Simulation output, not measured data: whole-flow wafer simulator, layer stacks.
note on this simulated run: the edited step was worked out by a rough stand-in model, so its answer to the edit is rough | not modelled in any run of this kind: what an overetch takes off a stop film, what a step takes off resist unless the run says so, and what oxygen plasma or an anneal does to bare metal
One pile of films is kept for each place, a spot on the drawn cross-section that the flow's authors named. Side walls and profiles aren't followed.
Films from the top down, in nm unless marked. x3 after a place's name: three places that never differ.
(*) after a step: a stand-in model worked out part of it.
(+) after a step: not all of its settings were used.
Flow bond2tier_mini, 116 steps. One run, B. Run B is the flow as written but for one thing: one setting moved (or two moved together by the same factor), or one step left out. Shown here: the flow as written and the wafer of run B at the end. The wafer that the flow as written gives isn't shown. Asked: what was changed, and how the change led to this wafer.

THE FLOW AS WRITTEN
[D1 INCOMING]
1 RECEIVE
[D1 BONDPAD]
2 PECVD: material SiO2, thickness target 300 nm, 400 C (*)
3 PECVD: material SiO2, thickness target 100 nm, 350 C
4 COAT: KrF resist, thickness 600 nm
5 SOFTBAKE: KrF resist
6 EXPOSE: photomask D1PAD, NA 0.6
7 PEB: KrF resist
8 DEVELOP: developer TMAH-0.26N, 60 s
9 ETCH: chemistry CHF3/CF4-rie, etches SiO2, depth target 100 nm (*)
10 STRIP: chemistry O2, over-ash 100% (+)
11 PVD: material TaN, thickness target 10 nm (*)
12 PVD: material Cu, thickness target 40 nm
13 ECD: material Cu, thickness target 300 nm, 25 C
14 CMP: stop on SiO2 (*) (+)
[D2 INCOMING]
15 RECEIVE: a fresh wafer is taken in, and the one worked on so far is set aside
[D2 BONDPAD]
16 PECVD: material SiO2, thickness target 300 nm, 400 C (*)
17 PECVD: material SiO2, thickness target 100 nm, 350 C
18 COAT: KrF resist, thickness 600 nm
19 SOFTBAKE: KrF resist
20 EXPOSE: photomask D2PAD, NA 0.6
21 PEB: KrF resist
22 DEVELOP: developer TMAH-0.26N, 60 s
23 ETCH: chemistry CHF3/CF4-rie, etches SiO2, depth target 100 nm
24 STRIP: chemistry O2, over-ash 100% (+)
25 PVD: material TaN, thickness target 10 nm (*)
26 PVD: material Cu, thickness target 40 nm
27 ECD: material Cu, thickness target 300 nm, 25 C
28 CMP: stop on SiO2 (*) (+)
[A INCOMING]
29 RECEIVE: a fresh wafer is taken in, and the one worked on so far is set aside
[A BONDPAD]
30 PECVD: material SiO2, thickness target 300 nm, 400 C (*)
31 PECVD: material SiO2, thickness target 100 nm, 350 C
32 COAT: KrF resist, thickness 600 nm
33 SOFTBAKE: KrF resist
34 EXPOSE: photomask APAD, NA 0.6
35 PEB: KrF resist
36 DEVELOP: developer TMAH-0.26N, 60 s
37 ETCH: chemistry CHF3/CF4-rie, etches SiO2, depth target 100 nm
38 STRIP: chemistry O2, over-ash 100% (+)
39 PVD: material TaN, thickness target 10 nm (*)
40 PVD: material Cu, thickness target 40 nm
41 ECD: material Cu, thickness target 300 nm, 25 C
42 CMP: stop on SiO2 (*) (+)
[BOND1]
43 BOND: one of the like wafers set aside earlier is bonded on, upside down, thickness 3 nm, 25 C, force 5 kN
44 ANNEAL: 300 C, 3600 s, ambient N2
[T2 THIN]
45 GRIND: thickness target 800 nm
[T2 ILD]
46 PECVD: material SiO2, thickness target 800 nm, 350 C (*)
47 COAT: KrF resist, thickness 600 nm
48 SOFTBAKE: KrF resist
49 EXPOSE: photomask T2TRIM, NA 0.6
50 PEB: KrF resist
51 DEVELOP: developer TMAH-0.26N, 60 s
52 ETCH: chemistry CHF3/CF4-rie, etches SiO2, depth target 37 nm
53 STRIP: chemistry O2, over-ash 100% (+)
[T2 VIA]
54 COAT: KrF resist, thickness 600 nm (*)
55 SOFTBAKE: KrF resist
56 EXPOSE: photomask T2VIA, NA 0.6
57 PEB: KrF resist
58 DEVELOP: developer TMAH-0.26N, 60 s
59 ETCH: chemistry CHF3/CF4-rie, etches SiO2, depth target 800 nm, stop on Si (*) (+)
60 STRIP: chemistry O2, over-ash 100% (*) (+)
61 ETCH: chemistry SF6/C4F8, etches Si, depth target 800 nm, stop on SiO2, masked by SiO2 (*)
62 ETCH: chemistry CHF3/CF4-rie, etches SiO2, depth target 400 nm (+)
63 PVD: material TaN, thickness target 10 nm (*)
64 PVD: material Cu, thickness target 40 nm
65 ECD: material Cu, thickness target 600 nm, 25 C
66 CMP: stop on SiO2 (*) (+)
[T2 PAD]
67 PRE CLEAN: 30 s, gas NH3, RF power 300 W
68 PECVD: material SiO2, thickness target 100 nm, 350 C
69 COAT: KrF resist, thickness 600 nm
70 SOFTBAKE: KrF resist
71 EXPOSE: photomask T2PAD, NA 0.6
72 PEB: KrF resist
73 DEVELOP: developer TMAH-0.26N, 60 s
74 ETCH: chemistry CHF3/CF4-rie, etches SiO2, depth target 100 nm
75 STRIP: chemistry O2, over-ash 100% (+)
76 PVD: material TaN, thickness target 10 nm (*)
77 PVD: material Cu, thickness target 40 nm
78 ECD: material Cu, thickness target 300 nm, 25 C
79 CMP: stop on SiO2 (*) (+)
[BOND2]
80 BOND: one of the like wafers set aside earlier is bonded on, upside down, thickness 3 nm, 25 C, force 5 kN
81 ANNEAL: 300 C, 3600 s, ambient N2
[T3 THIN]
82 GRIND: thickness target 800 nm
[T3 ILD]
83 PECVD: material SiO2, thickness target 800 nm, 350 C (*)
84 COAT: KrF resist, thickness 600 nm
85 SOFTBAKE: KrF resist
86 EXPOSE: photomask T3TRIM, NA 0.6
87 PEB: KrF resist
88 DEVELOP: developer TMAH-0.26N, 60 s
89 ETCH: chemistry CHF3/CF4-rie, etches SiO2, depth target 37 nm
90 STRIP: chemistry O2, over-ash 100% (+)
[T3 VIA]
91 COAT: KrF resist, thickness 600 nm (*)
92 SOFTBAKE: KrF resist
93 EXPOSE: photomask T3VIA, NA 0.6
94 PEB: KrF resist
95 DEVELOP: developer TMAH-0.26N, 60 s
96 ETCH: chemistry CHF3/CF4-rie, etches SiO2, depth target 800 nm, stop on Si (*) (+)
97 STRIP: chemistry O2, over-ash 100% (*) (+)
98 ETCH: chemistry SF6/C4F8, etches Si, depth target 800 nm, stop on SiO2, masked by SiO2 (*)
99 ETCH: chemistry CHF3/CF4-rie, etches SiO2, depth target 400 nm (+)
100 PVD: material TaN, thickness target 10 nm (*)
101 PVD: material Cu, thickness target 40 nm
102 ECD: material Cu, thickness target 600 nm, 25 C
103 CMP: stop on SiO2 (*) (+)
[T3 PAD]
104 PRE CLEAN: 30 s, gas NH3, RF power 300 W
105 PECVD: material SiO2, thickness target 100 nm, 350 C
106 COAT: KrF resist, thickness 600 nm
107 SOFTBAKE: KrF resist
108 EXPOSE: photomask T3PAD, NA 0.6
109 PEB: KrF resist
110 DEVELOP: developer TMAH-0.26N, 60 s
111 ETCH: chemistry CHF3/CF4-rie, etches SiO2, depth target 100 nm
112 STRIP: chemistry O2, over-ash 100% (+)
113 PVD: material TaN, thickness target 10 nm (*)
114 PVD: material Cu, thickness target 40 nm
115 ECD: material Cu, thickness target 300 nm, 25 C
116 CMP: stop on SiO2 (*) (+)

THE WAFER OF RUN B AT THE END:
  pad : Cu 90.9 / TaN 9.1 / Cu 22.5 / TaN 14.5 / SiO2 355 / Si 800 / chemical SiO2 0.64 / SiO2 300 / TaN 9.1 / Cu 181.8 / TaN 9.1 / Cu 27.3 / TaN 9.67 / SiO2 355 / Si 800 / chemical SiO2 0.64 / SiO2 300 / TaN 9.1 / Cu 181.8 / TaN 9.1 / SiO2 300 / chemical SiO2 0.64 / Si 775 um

The cause: step 100, PVD: thickness target 15 nm was run, where the flow has thickness target 10 nm.

How the change led to this, step by step:
  100 PVD: material TaN, thickness target 10 nm (*)
      field: TaN +15 (new film) (as written it would be: TaN +10 (new film))
      pad: TaN +14.5 (new film) (as written it would be: TaN +9.67 (new film))
  103 CMP: stop on SiO2 (*) (+)
      field: Cu -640 (all of it), TaN -15 (all of it) (as written it would be: Cu -640 (all of it), TaN -10 (all of it))
